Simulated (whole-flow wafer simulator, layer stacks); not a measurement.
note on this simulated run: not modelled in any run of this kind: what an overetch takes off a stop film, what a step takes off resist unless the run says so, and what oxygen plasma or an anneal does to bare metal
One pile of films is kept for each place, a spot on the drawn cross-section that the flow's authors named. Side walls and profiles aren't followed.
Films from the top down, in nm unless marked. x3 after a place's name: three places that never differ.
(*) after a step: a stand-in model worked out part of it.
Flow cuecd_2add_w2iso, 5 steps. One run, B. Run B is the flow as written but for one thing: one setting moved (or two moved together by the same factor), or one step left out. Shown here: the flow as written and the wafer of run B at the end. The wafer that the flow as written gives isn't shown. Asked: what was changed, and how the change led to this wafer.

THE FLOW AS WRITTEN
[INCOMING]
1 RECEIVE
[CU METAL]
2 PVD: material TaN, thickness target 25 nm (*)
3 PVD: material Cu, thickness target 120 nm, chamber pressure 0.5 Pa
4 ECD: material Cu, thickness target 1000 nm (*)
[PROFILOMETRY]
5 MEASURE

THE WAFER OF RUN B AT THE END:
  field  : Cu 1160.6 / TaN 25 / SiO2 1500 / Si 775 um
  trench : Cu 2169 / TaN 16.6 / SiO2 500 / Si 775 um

The cause: step 3, PVD: thickness target 160.6 nm was run, where the flow has thickness target 120 nm.

How the change led to this, step by step:
  3 PVD: material Cu, thickness target 120 nm, chamber pressure 0.5 Pa
      field: Cu +160.6 (new film) (as written it would be: Cu +120 (new film))
      trench: Cu +107.9 (new film) (as written it would be: Cu +80.8 (new film))
